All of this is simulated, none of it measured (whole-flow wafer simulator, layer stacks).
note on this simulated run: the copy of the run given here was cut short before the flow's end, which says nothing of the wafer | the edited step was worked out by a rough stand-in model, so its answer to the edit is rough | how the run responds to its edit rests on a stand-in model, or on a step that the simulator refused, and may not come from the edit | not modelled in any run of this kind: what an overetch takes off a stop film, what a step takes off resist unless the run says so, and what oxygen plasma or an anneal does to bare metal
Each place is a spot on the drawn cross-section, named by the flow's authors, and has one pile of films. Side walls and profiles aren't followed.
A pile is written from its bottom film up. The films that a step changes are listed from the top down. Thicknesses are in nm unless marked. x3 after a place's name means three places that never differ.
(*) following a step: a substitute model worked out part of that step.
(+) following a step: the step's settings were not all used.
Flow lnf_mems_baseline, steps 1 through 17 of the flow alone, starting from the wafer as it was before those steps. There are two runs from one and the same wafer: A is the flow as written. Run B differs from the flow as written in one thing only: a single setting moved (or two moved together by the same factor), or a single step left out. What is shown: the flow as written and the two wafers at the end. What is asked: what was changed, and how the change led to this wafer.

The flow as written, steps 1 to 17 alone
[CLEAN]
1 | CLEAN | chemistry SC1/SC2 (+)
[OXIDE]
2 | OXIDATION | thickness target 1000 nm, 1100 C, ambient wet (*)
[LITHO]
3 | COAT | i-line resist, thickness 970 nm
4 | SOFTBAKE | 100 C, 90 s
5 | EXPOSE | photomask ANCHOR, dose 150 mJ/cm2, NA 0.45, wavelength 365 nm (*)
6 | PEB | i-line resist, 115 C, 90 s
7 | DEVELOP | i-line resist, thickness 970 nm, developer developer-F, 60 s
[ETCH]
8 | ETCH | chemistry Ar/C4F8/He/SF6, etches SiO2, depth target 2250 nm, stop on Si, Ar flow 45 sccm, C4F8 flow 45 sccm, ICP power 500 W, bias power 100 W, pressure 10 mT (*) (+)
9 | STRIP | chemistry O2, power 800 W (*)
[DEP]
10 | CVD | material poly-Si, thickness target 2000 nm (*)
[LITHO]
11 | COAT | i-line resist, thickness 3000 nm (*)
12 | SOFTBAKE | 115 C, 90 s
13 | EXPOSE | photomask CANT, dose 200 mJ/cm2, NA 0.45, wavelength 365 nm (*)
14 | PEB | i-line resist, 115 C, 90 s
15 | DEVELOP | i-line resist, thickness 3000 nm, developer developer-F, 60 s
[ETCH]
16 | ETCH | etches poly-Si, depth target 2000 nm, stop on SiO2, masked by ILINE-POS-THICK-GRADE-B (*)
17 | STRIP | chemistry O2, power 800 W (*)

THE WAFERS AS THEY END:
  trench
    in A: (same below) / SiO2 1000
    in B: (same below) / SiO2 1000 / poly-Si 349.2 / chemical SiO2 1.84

The reason: step 16, ETCH: depth target 1650 nm was run, while the flow as written has depth target 2000 nm.

Step by step, how the change led to this:
  16 | ETCH | etches poly-Si, depth target 2000 nm, stop on SiO2, masked by ILINE-POS-THICK-GRADE-B (*)
      trench, char_slit: A -2000 poly-Si (all of it) | B -1650 poly-Si
      field, anchor, beam: A -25 i-line resist | B -20.6 i-line resist
  17 | STRIP | chemistry O2, power 800 W (*)
      trench, char_slit: A nothing | B +1.84 chemical SiO2 (new film), -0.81 poly-Si
